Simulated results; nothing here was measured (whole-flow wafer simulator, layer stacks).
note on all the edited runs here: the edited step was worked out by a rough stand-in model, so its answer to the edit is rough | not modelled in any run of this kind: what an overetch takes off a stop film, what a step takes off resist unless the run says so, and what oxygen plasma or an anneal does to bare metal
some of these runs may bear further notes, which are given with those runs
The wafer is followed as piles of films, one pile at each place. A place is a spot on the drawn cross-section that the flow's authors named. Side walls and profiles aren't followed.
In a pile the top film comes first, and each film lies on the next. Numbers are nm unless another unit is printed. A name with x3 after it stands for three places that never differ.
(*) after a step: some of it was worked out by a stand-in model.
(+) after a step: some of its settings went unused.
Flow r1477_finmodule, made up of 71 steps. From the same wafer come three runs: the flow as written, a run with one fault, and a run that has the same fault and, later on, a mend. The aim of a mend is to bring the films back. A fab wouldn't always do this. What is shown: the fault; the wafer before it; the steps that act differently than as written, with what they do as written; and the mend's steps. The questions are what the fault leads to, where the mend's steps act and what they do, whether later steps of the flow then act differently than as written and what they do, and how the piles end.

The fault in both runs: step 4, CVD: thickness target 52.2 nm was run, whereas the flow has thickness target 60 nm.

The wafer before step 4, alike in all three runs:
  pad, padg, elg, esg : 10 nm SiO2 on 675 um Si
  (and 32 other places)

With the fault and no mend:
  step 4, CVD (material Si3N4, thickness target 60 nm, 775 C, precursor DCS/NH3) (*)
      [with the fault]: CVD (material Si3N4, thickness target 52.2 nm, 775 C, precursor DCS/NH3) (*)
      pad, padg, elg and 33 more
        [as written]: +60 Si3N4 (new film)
        [with the fault]: +52.2 Si3N4 (new film)
  Steps later in the flow that act otherwise than as written (5 other steps are not shown; they differ only slightly, by no more than 2% or 0.5 nm, whichever is larger):
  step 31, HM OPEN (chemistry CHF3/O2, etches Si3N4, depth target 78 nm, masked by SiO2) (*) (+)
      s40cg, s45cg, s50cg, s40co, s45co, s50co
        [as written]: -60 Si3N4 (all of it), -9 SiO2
        [with the fault]: -52.2 Si3N4 (all of it), -10 SiO2 (all of it)
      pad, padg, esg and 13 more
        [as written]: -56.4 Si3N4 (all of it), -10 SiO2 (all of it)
        [with the fault]: -48.6 Si3N4 (all of it), -10 SiO2 (all of it)
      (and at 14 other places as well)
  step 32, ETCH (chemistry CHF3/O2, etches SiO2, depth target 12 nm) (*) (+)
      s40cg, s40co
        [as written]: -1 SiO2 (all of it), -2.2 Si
        [with the fault]: -2.09 Si
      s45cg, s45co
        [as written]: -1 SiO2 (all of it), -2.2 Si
        [with the fault]: -2.13 Si
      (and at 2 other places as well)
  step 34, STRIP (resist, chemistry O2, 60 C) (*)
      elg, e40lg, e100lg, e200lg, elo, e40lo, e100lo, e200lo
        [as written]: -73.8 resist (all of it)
        [with the fault]: -78.9 resist (all of it)
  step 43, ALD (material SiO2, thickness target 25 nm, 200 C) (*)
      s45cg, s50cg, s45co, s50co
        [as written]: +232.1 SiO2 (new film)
        [with the fault]: +226.8 SiO2 (new film)
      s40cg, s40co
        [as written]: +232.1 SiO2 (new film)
        [with the fault]: +226.7 SiO2 (new film)
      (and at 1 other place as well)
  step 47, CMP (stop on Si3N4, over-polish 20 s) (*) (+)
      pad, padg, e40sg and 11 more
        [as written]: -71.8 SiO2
        [with the fault]: -79.6 SiO2
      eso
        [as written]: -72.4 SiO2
        [with the fault]: -80.2 SiO2
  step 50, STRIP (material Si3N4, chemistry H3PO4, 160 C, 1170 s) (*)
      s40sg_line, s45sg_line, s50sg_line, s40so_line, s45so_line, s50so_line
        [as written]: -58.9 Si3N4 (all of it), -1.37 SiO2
        [with the fault]: -51.1 Si3N4 (all of it), -1.61 SiO2
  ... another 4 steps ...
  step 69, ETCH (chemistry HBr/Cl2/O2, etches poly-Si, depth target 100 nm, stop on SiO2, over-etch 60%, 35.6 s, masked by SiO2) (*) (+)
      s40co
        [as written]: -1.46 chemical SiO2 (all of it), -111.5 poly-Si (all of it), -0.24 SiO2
        [with the fault]: -1.46 chemical SiO2 (all of it), -121.3 poly-Si (all of it), -0.19 SiO2
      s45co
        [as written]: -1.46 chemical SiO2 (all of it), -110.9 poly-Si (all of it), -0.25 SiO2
        [with the fault]: -1.46 chemical SiO2 (all of it), -121.3 poly-Si (all of it), -0.19 SiO2
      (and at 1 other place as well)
  By the end, the piles at pad, padg, elg and 27 more depart from the flow's by more than 2% or 0.5 nm, whichever is larger.
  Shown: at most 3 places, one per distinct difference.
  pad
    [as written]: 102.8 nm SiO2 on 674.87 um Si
    [with the fault]: 95 nm SiO2 on 674.87 um Si
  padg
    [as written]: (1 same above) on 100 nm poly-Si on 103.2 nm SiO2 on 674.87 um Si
    [with the fault]: (1 same above) on 100 nm poly-Si on 95.4 nm SiO2 on 674.87 um Si
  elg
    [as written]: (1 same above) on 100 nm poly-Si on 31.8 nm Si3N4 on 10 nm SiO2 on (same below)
    [with the fault]: (1 same above) on 100 nm poly-Si on 24 nm Si3N4 on 10 nm SiO2 on (same below)

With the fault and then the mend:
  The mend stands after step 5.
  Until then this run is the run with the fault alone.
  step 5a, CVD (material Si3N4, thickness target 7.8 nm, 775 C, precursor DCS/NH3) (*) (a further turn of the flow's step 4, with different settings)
      pad, padg, elg and 33 more
        +7.8 Si3N4
  Later steps of the flow that are run all act as written at every place that is followed.
  At every place that both follow, the piles at the end match the flow's.
